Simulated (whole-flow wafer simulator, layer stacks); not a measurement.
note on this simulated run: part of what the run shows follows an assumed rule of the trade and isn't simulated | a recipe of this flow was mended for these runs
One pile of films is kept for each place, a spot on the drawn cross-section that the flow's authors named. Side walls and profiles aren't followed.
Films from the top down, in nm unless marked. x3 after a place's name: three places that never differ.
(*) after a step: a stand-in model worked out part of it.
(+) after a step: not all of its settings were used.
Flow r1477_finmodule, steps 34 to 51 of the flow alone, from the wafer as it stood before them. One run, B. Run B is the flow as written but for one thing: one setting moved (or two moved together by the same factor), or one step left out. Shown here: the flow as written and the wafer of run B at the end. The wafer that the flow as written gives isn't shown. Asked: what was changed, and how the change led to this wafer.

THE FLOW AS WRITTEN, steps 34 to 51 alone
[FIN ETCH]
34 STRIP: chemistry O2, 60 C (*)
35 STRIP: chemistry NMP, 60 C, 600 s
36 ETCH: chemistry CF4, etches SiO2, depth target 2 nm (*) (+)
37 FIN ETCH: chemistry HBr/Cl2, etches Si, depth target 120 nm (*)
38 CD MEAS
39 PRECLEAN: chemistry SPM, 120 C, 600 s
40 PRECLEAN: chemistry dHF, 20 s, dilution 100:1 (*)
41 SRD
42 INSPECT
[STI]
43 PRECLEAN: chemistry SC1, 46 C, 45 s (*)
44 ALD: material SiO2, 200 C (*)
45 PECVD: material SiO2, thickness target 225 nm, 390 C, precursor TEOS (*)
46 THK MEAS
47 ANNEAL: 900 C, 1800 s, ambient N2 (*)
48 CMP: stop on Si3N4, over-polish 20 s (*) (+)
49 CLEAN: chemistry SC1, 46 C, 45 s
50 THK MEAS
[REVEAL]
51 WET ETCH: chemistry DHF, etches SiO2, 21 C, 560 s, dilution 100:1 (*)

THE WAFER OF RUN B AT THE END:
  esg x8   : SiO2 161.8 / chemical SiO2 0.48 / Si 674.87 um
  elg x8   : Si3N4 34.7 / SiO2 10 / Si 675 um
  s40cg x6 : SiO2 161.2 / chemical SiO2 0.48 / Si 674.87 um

The cause: step 36, ETCH: depth target 1.3 nm was run, where the flow has depth target 2 nm.

How the change led to this, step by step:
  36 ETCH: chemistry CF4, etches SiO2, depth target 2 nm (*) (+)
      pad x2, esg x8, s40cg x6, s40sg x6: chemical SiO2 -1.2 (all of it), Si -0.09 (as written it would be: chemical SiO2 -1.2 (all of it), Si -0.67)
      elg x8: Si3N4 -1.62 (as written it would be: Si3N4 -2.5)
      (and at 6 more places)
  51 WET ETCH: chemistry DHF, etches SiO2, 21 C, 560 s, dilution 100:1 (*)
      elg x8: SiO2 -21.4 (all of it), Si3N4 -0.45 (as written it would be: SiO2 -22.3 (all of it), Si3N4 -0.41)
